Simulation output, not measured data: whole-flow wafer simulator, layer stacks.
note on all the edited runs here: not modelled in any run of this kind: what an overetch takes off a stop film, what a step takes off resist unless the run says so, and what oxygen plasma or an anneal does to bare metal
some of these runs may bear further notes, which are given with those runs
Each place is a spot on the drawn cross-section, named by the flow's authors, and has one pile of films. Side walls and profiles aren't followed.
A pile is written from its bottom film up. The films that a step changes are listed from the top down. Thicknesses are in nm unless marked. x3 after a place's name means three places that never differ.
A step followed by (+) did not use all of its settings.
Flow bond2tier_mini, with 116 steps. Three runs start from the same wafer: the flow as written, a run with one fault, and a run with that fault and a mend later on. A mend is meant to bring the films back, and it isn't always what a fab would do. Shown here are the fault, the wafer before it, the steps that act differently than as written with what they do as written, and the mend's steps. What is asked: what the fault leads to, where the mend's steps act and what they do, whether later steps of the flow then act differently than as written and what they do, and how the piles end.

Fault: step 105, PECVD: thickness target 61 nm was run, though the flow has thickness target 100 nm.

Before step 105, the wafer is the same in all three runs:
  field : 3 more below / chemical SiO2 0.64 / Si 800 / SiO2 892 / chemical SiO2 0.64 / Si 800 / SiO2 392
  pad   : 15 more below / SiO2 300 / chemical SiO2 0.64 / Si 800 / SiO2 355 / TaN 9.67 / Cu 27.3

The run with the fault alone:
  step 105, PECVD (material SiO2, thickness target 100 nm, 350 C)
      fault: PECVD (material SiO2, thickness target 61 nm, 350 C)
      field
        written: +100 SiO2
        fault: +61 SiO2
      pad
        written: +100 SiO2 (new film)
        fault: +61 SiO2 (new film)
  Later steps of the flow acting differently than as written (not shown: 2 more steps that differ only slightly, by at most 2% or 0.5 nm, whichever is larger):
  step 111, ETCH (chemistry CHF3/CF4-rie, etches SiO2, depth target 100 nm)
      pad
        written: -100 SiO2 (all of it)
        fault: -61 SiO2 (all of it), -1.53 Cu
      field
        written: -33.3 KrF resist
        fault: -30.5 KrF resist
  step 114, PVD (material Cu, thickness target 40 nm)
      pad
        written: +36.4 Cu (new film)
        fault: +37.7 Cu (new film)
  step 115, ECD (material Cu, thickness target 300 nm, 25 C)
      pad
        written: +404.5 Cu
        fault: +365.3 Cu
  By the end, the piles at field, pad depart from the flow's by more than 2% or 0.5 nm, whichever is larger.
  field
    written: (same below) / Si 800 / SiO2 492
    fault: (same below) / Si 800 / SiO2 453
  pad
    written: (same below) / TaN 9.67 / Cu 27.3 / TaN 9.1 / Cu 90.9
    fault: (same below) / TaN 9.67 / Cu 25.8 / TaN 9.48 / Cu 53

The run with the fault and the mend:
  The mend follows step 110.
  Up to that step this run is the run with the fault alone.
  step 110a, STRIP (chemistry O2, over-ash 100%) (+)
      field
        -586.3 KrF resist (all of it)
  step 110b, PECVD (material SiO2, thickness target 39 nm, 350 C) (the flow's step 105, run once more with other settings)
      field, pad
        +39 SiO2
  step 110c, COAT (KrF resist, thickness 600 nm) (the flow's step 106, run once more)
      field, pad
        +600 KrF resist (new film)
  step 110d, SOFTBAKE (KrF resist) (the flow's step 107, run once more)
      alters no film at any place that is followed
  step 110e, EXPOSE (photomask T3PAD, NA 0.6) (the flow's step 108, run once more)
      alters no film at any place that is followed
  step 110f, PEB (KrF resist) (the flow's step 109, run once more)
      alters no film at any place that is followed
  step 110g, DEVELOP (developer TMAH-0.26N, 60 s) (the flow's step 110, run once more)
      field
        -13.7 KrF resist
      pad
        -600 KrF resist (all of it)
  Every later step of the flow that is run acts as written at every place that is followed.
  At every place that both follow, the piles at the end match the flow's.
